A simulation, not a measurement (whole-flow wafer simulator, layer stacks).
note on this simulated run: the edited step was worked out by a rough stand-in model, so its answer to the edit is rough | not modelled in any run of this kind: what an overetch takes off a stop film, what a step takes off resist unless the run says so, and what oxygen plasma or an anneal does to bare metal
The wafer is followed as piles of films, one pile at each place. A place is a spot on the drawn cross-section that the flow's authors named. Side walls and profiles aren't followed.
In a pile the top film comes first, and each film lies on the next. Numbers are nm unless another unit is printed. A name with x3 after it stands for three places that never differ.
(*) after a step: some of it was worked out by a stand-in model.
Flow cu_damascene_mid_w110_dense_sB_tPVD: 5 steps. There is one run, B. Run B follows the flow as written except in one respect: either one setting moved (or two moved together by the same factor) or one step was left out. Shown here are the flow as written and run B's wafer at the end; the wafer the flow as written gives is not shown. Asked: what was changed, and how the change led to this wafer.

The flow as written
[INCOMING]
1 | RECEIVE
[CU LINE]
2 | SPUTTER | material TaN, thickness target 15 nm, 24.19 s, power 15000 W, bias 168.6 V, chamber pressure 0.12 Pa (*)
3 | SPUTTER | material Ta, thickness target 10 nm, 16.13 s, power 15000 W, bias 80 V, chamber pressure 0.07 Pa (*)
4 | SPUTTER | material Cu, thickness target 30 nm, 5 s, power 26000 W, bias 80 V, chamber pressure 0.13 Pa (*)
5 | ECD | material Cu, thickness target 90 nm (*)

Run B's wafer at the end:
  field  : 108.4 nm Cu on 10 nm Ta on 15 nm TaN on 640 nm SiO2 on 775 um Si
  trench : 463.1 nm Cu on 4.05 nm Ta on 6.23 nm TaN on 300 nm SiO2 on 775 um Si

Cause: step 4, SPUTTER: 3.06 s was run, while the flow as written has 5 s.

The path from the change to this, step by step:
  4 | SPUTTER | material Cu, thickness target 30 nm, 5 s, power 26000 W, bias 80 V, chamber pressure 0.13 Pa (*)
      field: +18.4 Cu (new film) (in the flow as written it would be: +30 Cu (new film))
      trench: +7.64 Cu (new film) (in the flow as written it would be: +12.5 Cu (new film))
